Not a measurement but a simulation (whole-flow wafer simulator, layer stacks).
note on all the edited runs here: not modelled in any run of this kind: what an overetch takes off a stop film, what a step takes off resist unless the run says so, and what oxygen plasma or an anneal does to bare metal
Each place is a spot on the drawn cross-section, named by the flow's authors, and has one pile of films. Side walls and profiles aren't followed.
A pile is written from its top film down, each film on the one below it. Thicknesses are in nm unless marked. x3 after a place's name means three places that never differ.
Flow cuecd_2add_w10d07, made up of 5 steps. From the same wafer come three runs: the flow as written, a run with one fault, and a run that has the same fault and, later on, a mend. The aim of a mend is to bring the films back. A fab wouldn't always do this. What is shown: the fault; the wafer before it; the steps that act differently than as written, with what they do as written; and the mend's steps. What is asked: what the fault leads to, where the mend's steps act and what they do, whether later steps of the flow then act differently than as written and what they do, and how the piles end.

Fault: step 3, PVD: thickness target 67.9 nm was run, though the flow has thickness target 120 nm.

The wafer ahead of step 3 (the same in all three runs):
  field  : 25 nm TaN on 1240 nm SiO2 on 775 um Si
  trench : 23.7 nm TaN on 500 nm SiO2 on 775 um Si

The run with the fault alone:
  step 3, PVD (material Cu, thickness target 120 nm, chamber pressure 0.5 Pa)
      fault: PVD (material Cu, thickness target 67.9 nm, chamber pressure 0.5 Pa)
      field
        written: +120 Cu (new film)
        fault: +67.9 Cu (new film)
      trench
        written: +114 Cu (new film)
        fault: +64.4 Cu (new film)
  Every later step of the flow that is run acts as written at every place that is followed.
  By the end, the piles at field, trench depart from the flow's by more than 2% or 0.5 nm, whichever is larger.
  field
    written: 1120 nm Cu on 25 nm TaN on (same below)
    fault: 1067.9 nm Cu on 25 nm TaN on (same below)
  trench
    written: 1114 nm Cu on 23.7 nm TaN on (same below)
    fault: 1064.4 nm Cu on 23.7 nm TaN on (same below)

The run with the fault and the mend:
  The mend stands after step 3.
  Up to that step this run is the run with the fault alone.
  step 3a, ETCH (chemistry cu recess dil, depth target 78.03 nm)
      field
        -67.9 Cu (all of it)
      trench
        -64.4 Cu (all of it)
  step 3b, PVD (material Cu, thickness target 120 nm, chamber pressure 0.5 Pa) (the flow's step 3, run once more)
      field
        +120 Cu (new film)
      trench
        +114 Cu (new film)
  Every later step of the flow that is run acts as written at every place that is followed.
  The piles end the same as the flow's at every place that both follow.
